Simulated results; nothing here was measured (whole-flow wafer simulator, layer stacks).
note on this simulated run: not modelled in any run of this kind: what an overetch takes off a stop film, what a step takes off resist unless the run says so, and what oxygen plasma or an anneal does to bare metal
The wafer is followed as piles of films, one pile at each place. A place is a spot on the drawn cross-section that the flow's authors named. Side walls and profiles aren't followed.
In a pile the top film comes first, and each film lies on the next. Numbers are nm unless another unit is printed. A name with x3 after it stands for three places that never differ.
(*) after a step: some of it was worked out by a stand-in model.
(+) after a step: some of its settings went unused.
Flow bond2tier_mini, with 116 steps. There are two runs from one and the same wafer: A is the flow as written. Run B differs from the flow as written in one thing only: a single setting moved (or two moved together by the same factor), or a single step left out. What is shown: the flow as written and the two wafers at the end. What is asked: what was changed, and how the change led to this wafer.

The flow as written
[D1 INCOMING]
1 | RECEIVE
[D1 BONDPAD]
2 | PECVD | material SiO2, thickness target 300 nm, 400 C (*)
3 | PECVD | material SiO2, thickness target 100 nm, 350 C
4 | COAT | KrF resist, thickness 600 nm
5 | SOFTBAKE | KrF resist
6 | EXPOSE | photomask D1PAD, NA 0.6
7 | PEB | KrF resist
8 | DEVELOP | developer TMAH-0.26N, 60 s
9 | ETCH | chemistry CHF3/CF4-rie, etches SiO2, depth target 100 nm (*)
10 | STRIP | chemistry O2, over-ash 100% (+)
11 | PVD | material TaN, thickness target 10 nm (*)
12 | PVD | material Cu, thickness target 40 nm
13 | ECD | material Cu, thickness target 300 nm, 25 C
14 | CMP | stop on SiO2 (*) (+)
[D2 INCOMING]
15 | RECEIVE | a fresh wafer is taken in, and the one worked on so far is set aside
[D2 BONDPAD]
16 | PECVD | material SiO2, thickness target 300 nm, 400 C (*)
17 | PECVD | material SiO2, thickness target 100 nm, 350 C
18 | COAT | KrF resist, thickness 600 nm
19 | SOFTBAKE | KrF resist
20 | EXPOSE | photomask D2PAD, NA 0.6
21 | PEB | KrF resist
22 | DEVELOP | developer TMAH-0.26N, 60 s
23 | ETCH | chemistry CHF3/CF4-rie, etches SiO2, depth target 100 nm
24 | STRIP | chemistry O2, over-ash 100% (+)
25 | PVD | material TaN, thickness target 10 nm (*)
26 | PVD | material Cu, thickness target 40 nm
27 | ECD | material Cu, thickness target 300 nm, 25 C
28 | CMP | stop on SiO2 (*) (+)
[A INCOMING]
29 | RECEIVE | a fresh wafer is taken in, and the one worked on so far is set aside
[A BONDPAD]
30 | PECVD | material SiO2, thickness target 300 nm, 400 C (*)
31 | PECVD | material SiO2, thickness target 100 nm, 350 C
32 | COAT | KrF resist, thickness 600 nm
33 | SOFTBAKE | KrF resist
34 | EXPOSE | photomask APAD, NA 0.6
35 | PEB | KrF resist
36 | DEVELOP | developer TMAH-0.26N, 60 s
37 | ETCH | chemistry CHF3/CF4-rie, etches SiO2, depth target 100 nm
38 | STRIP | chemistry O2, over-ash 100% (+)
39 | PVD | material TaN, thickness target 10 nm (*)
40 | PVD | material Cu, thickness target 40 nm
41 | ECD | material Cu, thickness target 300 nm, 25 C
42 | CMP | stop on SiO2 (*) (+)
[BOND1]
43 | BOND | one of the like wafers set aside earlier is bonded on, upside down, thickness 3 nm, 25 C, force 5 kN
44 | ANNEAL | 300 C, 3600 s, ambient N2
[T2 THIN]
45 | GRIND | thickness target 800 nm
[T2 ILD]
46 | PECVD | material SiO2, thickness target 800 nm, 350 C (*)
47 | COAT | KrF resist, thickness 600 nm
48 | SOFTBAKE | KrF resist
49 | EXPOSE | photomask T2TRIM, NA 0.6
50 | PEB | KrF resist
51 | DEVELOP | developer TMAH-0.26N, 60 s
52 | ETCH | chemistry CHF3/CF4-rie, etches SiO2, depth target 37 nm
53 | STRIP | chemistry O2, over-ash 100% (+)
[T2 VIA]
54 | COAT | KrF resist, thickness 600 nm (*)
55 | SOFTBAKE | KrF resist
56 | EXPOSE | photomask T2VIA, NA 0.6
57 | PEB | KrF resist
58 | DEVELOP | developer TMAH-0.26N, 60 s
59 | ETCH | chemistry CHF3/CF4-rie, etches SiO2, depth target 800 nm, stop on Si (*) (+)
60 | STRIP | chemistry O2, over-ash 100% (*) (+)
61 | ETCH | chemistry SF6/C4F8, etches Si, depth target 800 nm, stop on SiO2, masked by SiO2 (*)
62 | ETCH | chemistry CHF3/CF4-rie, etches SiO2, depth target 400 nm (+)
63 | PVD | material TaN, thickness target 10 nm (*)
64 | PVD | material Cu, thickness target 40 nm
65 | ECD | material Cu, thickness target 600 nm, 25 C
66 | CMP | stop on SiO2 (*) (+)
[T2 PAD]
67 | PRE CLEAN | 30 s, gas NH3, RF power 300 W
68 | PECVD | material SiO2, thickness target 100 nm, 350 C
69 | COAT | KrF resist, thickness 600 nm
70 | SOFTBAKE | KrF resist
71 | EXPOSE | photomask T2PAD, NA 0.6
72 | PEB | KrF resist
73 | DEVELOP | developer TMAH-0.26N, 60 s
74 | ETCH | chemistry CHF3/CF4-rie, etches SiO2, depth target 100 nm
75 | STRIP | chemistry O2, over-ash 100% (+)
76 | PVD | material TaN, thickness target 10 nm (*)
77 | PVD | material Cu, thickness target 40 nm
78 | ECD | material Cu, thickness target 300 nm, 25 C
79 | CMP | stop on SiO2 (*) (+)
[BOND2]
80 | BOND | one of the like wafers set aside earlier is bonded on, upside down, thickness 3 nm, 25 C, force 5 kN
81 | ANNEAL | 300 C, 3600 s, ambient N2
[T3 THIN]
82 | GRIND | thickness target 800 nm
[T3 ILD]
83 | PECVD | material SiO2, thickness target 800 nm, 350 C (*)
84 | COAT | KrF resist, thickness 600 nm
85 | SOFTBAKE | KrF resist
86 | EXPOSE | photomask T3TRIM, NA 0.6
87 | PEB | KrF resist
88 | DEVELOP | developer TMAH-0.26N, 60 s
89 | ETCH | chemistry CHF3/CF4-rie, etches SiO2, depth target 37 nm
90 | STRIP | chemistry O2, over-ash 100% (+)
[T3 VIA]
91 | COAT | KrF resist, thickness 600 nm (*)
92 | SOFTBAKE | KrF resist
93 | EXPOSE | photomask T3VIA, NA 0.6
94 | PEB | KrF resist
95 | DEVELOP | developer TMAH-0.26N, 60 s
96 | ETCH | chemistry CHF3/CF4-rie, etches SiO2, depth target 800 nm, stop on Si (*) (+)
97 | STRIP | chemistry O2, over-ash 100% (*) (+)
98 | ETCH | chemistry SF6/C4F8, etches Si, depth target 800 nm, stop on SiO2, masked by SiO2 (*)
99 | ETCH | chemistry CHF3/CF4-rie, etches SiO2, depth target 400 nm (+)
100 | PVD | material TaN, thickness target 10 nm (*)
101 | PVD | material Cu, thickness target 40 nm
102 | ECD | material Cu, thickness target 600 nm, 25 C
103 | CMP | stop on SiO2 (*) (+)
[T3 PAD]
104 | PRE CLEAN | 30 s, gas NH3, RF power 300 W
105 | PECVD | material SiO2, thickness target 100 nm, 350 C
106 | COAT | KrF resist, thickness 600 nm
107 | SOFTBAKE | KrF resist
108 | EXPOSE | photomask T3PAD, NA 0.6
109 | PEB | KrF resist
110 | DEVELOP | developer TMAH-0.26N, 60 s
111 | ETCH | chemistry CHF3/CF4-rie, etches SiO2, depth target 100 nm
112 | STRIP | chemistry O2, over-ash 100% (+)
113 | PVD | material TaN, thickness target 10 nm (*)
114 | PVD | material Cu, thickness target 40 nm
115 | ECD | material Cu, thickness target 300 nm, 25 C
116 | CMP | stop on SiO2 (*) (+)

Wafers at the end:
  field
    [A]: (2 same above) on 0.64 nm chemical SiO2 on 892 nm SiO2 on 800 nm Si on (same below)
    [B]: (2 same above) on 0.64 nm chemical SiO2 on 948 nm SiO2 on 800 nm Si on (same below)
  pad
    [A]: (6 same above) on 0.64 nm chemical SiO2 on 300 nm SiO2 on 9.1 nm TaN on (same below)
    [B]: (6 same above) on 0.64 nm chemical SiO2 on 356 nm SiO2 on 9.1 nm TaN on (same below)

Cause: step 17, PECVD: thickness target 156 nm was run, whereas the flow has thickness target 100 nm.

The path from the change to this, step by step:
  17 | PECVD | material SiO2, thickness target 100 nm, 350 C
      field, pad, via: A SiO2 gains 100 | B SiO2 gains 156
  80 | BOND | one of the like wafers set aside earlier is bonded on, upside down, thickness 3 nm, 25 C, force 5 kN
      field: A Si gains 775 um (new film), chemical SiO2 gains 0.64 (new film), SiO2 gains 400 | B Si gains 775 um (new film), chemical SiO2 gains 0.64 (new film), SiO2 gains 456
      pad: A Si gains 775 um (new film), chemical SiO2 gains 0.64 (new film), SiO2 gains 300 (new film), TaN gains 9.1 (new film), Cu gains 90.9 | B Si gains 775 um (new film), chemical SiO2 gains 0.64 (new film), SiO2 gains 356 (new film), TaN gains 9.1 (new film), Cu gains 90.9
